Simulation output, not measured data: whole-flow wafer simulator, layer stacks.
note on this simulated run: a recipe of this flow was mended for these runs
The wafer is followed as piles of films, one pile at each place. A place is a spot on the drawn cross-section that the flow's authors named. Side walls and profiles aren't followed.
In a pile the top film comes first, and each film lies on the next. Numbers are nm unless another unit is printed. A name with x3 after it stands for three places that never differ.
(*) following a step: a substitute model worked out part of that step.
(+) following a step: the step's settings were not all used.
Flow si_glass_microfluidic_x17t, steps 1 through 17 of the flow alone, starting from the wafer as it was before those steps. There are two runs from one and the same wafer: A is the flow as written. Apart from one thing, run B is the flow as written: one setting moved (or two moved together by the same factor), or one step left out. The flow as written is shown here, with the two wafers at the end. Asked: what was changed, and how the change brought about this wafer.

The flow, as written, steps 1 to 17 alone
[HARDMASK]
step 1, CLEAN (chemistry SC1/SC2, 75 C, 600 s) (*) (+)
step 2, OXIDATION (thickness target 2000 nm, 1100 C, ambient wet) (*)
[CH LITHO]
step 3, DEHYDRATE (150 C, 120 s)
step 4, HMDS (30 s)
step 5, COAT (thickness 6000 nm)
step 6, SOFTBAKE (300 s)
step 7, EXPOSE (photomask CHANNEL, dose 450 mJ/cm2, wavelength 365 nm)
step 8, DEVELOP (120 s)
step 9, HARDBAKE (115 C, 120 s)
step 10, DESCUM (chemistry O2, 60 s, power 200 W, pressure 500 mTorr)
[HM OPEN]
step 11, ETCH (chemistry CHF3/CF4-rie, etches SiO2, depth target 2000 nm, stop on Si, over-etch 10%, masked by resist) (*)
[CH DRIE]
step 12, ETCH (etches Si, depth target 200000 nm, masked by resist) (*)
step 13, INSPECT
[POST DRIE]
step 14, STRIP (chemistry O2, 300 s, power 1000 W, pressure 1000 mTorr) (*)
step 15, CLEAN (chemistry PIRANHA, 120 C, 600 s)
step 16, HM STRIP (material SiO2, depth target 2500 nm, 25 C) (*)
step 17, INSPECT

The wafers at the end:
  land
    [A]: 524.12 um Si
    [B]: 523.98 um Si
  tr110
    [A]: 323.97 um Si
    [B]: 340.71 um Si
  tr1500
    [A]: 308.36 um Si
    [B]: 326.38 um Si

The reason: step 2, OXIDATION: 1155 C was run, though the flow has 1100 C.

Step by step, how the change led to this:
  step 2, OXIDATION (thickness target 2000 nm, 1100 C, ambient wet) (*)
      land, tr110, tr1500, tr15: A SiO2 gains 2000 (new film), chemical SiO2 loses 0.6 (all of it), Si loses 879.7 | B SiO2 gains 2312.4 (new film), chemical SiO2 loses 0.6 (all of it), Si loses 1017.2
  step 11, ETCH (chemistry CHF3/CF4-rie, etches SiO2, depth target 2000 nm, stop on Si, over-etch 10%, masked by resist) (*)
      tr110, tr1500, tr15: A SiO2 loses 2000 (all of it), Si loses 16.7 | B SiO2 loses 2200
  step 12, ETCH (etches Si, depth target 200000 nm, masked by resist) (*)
      tr110: A Si loses 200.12 um | B SiO2 loses 112.4 (all of it), Si loses 183.26 um
      tr1500: A Si loses 215.73 um | B SiO2 loses 112.4 (all of it), Si loses 197.6 um
      (as well as at 1 more place)
  step 16, HM STRIP (material SiO2, depth target 2500 nm, 25 C) (*)
      land: A SiO2 loses 2000 (all of it) | B SiO2 loses 2312.4 (all of it)
